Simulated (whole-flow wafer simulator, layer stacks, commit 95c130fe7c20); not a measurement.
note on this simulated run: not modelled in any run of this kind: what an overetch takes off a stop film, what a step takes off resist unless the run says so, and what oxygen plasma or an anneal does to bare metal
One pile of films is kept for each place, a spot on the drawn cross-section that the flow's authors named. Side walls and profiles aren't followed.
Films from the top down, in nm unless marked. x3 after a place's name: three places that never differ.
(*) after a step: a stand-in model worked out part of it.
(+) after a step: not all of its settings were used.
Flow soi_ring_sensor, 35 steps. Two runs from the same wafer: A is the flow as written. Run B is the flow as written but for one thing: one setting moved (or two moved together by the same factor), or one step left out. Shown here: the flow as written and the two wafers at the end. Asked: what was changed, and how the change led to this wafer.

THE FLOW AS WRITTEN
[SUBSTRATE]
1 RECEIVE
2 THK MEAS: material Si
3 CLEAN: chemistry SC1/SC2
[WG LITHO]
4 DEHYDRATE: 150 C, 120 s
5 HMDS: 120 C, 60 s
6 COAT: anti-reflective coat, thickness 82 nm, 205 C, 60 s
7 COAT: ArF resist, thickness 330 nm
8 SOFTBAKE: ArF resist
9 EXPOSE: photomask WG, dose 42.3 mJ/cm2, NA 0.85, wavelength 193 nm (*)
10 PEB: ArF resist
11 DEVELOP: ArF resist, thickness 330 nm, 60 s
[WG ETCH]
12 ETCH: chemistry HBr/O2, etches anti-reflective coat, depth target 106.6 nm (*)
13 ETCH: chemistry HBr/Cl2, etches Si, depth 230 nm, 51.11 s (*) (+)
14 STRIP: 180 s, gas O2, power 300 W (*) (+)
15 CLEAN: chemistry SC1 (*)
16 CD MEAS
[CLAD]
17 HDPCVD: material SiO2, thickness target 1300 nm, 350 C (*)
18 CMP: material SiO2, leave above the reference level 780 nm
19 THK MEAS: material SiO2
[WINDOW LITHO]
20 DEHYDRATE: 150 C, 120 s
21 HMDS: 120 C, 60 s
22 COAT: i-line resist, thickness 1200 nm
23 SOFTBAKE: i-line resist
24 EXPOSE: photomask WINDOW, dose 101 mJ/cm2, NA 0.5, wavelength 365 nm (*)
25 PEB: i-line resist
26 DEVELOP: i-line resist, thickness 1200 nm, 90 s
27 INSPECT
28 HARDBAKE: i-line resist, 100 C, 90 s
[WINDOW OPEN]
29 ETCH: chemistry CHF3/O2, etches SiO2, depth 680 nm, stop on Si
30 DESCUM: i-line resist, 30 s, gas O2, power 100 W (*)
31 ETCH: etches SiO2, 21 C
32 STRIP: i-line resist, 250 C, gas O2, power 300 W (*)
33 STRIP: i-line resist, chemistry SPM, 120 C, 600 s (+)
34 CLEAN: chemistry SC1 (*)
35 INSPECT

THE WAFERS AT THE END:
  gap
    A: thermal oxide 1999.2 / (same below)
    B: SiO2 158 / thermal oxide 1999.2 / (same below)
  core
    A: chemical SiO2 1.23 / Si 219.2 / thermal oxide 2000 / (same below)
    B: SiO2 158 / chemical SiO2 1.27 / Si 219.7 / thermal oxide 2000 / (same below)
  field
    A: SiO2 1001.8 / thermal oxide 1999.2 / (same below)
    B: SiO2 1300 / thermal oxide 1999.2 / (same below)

The cause: step 18, CMP: material SiO2, leave above the reference level 780 nm, was left out.

How the change led to this, step by step:
  22 COAT: i-line resist, thickness 1200 nm
      core, core_clad: A i-line resist +1200 (new film) | B i-line resist +1008.8 (new film)
      gap, gap_clad: A i-line resist +1200 (new film) | B i-line resist +1232.8 (new film)
  23 SOFTBAKE: i-line resist
      core, core_clad: A nothing | B i-line resist -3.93
      gap, gap_clad: A nothing | B i-line resist -4.86
      (and at 1 more place)
  25 PEB: i-line resist
      core, core_clad: A i-line resist -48 | B i-line resist -39.8
      gap, gap_clad: A i-line resist -48 | B i-line resist -49.1
  26 DEVELOP: i-line resist, thickness 1200 nm, 90 s
      core: A i-line resist -1152 (all of it) | B i-line resist -965.1 (all of it)
      gap: A i-line resist -1152 (all of it) | B i-line resist -1178.9 (all of it)
  31 ETCH: etches SiO2, 21 C
      gap, window: A SiO2 -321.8 (all of it) | B SiO2 -462
      core: A SiO2 -100 (all of it), chemical SiO2 -1.27 (all of it) | B SiO2 -462
  32 STRIP: i-line resist, 250 C, gas O2, power 300 W (*)
      core: A chemical SiO2 +1.23 (new film), Si -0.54 | B nothing
      core_clad: A i-line resist -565 (all of it) | B i-line resist -378.4 (all of it)
      (and at 1 more place)
